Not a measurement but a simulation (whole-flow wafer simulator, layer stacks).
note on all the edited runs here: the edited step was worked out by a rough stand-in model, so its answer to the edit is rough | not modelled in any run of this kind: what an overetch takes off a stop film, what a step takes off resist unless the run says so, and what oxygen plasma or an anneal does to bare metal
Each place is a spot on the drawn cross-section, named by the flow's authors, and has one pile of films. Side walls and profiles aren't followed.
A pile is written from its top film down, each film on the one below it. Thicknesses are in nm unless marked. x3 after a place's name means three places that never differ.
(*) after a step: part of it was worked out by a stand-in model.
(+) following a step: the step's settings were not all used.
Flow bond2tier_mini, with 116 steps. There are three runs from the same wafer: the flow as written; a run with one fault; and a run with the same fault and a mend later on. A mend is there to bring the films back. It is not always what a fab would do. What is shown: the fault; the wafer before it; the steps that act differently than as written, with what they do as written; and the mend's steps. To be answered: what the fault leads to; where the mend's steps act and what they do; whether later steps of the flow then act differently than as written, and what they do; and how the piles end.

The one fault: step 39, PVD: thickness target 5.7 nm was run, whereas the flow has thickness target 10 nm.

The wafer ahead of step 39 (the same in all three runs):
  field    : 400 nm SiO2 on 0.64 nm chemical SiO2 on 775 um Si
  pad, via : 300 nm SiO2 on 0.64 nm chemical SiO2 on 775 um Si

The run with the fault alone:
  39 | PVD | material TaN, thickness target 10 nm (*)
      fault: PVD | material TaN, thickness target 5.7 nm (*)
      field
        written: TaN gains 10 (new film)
        fault: TaN gains 5.7 (new film)
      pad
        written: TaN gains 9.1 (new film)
        fault: TaN gains 5.19 (new film)
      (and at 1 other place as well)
  Steps further on in the flow that do not act as written (not shown: 1 more step that differs only slightly, by at most 2% or 0.5 nm, whichever is larger):
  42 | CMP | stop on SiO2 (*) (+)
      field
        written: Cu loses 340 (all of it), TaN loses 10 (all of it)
        fault: Cu loses 340 (all of it), TaN loses 5.7 (all of it)
  The piles end different from the flow's at pad by more than 2% or 0.5 nm, whichever is larger.
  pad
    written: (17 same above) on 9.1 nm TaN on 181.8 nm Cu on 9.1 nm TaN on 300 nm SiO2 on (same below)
    fault: (17 same above) on 9.1 nm TaN on 185.7 nm Cu on 5.19 nm TaN on 300 nm SiO2 on (same below)

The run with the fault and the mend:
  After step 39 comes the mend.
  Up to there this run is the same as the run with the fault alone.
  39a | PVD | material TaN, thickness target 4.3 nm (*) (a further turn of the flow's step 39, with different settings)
      field
        TaN gains 4.3
      pad
        TaN gains 3.91
      via
        TaN gains 4.29
  Every later step of the flow that is run acts as written at every place that is followed.
  The piles end the same as the flow's at every place that both follow.
